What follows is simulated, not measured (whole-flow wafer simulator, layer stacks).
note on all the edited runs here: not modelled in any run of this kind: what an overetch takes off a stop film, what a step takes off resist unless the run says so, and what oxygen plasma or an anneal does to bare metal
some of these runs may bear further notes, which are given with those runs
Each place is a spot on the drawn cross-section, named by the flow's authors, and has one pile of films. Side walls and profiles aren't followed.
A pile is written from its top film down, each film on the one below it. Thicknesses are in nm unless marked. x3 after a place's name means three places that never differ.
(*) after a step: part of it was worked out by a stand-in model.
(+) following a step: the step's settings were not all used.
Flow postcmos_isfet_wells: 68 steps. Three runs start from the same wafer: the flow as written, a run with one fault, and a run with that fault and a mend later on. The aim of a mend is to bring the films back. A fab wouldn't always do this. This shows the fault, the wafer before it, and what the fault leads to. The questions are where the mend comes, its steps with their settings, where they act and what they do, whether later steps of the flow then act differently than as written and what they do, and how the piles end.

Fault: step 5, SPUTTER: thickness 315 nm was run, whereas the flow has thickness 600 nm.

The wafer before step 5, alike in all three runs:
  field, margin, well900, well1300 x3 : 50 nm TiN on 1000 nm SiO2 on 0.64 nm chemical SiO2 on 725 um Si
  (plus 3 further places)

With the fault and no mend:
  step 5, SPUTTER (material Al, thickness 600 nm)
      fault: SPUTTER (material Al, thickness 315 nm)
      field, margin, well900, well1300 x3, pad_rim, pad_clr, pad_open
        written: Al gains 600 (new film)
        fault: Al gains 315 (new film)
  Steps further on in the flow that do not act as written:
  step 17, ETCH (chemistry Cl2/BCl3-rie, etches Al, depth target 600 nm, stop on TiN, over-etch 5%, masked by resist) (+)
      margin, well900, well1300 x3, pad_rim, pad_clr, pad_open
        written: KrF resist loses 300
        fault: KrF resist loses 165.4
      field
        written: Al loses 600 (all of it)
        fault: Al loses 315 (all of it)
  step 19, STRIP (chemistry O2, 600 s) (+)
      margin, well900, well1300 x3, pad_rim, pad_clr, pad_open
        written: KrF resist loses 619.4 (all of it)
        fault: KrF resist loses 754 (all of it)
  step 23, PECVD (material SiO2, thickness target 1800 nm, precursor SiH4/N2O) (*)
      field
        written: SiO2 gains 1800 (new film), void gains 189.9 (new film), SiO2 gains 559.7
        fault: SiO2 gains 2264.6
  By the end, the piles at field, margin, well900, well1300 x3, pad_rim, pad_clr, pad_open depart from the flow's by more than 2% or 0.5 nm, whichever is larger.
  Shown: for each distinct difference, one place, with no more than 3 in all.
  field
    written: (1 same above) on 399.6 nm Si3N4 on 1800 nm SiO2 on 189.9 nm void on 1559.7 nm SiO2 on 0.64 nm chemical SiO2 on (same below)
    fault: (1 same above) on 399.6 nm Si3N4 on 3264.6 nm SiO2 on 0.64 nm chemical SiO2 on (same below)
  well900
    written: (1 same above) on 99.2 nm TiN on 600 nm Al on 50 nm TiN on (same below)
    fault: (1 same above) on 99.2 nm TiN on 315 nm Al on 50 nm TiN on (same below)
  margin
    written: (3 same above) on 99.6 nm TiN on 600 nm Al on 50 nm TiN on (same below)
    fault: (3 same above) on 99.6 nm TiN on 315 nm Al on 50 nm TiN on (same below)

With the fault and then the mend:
  The mend stands after step 5.
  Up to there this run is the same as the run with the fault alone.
  step 5a, SPUTTER (material Al, thickness 285 nm) (a further turn of the flow's step 5, with different settings)
      field, margin, well900, well1300 x3, pad_rim, pad_clr, pad_open
        Al gains 285
  None of the later steps of the flow acts differently than as written at any place that is followed.
  By the end, the piles equal the flow's at every place that both follow.
